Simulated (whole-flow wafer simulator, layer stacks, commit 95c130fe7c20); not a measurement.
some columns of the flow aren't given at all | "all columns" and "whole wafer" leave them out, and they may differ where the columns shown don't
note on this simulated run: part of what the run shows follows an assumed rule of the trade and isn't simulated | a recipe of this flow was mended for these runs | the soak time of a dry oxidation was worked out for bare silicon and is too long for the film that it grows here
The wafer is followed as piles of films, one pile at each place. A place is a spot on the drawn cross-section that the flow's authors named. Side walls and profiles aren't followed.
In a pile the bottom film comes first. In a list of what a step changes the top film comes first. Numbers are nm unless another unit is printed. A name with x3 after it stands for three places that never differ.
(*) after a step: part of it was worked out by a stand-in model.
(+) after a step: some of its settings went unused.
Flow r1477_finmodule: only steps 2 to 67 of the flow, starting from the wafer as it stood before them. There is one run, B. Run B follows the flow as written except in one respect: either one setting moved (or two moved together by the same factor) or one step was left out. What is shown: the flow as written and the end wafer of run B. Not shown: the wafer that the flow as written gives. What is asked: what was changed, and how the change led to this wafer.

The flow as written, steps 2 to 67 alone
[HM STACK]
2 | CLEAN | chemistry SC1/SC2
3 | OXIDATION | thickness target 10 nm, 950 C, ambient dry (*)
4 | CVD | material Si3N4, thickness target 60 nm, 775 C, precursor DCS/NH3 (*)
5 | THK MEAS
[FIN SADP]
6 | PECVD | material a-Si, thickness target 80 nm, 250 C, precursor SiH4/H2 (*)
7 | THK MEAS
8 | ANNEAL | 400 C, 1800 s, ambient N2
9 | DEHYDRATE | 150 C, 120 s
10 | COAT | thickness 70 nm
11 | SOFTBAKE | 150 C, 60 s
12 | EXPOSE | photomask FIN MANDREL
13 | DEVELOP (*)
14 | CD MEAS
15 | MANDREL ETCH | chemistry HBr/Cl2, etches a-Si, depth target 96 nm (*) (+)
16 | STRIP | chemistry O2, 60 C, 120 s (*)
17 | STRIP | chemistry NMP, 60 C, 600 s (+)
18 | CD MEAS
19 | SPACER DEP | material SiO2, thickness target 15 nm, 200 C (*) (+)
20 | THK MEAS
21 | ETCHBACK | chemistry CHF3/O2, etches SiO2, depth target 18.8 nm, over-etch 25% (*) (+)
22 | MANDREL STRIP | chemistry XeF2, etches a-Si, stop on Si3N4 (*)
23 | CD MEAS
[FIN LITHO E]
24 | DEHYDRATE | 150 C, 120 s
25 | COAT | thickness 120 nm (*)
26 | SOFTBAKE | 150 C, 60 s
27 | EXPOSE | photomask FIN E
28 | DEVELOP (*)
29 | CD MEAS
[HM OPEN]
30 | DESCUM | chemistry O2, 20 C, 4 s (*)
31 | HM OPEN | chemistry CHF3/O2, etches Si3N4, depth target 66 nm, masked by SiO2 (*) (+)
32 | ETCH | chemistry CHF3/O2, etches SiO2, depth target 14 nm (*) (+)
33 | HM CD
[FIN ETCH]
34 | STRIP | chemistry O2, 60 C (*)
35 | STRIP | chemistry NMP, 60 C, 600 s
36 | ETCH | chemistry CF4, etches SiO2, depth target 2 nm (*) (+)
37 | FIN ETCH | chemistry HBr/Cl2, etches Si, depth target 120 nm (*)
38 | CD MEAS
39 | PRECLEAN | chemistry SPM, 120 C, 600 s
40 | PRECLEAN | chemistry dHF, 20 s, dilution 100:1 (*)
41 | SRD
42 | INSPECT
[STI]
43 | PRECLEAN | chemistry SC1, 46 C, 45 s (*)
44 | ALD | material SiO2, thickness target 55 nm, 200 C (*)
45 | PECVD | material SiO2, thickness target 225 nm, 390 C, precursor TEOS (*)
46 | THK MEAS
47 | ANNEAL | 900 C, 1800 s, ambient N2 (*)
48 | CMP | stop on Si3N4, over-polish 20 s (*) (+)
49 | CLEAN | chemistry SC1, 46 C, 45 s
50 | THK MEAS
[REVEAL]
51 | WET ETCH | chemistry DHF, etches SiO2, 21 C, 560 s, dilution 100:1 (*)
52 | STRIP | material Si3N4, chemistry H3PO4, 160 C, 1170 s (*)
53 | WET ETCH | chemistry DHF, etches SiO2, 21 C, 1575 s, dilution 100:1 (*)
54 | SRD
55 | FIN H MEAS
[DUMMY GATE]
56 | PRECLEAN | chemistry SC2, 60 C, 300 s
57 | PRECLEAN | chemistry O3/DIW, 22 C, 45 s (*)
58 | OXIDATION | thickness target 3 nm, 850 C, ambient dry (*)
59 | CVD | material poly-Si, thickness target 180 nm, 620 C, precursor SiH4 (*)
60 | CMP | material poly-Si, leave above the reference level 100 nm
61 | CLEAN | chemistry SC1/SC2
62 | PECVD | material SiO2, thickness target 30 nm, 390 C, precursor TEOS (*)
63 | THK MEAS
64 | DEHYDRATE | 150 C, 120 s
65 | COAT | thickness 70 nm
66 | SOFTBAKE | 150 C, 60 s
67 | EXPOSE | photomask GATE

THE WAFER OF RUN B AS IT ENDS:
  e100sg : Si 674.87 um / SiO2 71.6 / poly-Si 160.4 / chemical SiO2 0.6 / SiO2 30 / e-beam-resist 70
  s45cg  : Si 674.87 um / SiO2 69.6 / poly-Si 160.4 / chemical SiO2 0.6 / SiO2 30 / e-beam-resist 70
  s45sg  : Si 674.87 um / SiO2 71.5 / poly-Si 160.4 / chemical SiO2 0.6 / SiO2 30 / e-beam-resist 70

Cause: step 4, CVD: thickness target 45.6 nm was run, though the flow has thickness target 60 nm.

How this came from the change, step by step:
  4 | CVD | material Si3N4, thickness target 60 nm, 775 C, precursor DCS/NH3 (*)
      pad, padg, elg and 33 more: +45.6 Si3N4 (new film) (it would be, as written: +60 Si3N4 (new film))
  31 | HM OPEN | chemistry CHF3/O2, etches Si3N4, depth target 66 nm, masked by SiO2 (*) (+)
      pad, padg, esg and 13 more: -39.7 Si3N4 (all of it), -10 SiO2 (all of it), -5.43 Si (it would be, as written: -54.1 Si3N4 (all of it), -5.95 SiO2)
      s40cg, s45cg, s50cg, s40co, s45co, s50co: -45.6 Si3N4 (all of it), -10 SiO2 (all of it), -3.47 Si (it would be, as written: -60 Si3N4 (all of it), -3 SiO2)
  32 | ETCH | chemistry CHF3/O2, etches SiO2, depth target 14 nm (*) (+)
      pad, padg: -2.8 Si (it would be, as written: -4.05 SiO2 (all of it), -1.99 Si)
      esg, eso: -2.33 Si (it would be, as written: -4.05 SiO2 (all of it), -1.99 Si)
      (and at 18 other places as well)
  44 | ALD | material SiO2, thickness target 55 nm, 200 C (*)
      s40sg, s45sg, s50sg, s40so, s45so, s50so: +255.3 SiO2 (new film) (it would be, as written: +263.8 SiO2 (new film))
      s40cg, s45cg, s40co, s45co: +253.3 SiO2 (new film) (it would be, as written: +263.2 SiO2 (new film))
      (and at 10 other places as well)
  48 | CMP | stop on Si3N4, over-polish 20 s (*) (+)
      pad, padg: -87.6 SiO2 (it would be, as written: -79.4 SiO2)
  52 | STRIP | material Si3N4, chemistry H3PO4, 160 C, 1170 s (*)
      elg, e40lg, e100lg, e200lg, elo, e40lo, e100lo, e200lo: -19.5 Si3N4 (all of it), -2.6 SiO2 (it would be, as written: -33.9 Si3N4 (all of it), -2.15 SiO2)
      s40sg_line, s45sg_line, s50sg_line, s40so_line, s45so_line, s50so_line: -40.7 Si3N4 (all of it), -1.94 SiO2 (it would be, as written: -55.1 Si3N4 (all of it), -1.49 SiO2)
  59 | CVD | material poly-Si, thickness target 180 nm, 620 C, precursor SiH4 (*)
      esg, e40sg, e100sg and 15 more: +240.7 poly-Si (new film) (it would be, as written: +226.3 poly-Si (new film))
      e200sg, e200so: +240.7 poly-Si (new film) (it would be, as written: +219.2 poly-Si (new film))
  60 | CMP | material poly-Si, leave above the reference level 100 nm
      pad, padg: -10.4 poly-Si (it would be, as written: -24.8 poly-Si)
      e200sg, e200so: -80 poly-Si (it would be, as written: -72.9 poly-Si)
